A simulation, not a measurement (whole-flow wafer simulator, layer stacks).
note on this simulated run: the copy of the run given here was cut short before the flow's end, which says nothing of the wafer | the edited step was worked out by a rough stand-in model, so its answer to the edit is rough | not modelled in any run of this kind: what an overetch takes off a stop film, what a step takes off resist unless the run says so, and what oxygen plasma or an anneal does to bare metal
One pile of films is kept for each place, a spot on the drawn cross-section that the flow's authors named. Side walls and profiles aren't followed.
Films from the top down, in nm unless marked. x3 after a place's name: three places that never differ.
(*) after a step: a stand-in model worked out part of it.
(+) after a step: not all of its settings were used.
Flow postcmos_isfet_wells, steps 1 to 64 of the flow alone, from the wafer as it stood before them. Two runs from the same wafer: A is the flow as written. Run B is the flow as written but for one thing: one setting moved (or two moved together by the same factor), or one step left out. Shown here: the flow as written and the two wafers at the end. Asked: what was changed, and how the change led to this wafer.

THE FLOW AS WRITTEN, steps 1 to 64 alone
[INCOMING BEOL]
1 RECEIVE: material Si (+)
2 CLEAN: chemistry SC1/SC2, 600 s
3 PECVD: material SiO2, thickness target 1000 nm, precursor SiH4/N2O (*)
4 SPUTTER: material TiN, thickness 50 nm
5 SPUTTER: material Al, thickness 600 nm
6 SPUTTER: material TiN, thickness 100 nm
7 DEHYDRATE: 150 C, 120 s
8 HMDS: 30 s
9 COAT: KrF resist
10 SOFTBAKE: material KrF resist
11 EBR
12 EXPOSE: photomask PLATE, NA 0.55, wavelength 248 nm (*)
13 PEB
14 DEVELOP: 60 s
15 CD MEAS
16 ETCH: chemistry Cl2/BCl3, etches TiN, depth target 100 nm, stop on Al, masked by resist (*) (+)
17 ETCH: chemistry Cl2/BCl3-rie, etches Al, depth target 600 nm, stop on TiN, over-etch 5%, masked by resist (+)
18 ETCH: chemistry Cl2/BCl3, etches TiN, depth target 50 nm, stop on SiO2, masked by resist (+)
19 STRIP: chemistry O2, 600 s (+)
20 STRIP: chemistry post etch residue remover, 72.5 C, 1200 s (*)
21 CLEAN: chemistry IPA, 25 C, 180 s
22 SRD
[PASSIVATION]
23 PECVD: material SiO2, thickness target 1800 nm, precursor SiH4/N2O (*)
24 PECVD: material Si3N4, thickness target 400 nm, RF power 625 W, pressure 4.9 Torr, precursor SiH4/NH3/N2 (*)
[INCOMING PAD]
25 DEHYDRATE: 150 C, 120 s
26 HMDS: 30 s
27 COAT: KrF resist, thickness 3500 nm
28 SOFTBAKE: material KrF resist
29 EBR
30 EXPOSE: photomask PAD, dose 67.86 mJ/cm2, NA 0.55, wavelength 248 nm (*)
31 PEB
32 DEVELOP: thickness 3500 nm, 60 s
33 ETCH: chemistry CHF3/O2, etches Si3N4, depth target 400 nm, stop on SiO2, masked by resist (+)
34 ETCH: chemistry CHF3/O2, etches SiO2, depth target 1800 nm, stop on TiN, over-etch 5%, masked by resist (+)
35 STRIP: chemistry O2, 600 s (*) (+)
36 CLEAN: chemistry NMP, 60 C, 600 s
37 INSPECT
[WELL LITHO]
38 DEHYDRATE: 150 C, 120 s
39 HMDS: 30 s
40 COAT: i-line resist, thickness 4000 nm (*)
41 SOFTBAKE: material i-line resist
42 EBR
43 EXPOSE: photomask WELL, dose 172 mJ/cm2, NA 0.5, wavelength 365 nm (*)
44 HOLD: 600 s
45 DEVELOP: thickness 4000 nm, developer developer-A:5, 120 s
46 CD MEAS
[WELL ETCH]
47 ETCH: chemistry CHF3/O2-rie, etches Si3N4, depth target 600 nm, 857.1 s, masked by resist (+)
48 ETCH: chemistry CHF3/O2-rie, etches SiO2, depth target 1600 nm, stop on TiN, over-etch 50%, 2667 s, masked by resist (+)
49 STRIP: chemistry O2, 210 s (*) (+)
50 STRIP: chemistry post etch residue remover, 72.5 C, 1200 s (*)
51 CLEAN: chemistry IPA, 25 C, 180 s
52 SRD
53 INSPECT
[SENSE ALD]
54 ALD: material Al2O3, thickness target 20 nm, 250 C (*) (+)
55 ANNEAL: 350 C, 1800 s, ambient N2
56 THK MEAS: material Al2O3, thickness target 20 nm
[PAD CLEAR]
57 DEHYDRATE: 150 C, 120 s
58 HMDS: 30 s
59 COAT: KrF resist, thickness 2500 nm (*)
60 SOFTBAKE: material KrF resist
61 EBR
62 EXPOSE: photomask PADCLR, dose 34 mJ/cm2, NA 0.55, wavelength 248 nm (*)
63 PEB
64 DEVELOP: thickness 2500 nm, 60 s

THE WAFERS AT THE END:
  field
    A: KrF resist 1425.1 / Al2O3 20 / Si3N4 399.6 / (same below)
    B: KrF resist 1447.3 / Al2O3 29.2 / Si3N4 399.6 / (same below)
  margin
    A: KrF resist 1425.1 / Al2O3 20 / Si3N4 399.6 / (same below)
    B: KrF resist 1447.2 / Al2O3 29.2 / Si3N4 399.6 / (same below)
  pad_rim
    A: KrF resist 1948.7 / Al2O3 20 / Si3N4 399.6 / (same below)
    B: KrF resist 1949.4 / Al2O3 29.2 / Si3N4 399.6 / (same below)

The cause: step 54, ALD: thickness target 29.2 nm was run, where the flow has thickness target 20 nm.
It can be read off the wafer: field has Al2O3 29.2, and step 54 as written asks for 20 nm.

How the change led to this, step by step:
  54 ALD: material Al2O3, thickness target 20 nm, 250 C (*) (+)
      field, margin, well900, well1300 x3, pad_rim, pad_clr, pad_open: A Al2O3 +20 (new film) | B Al2O3 +29.2 (new film)
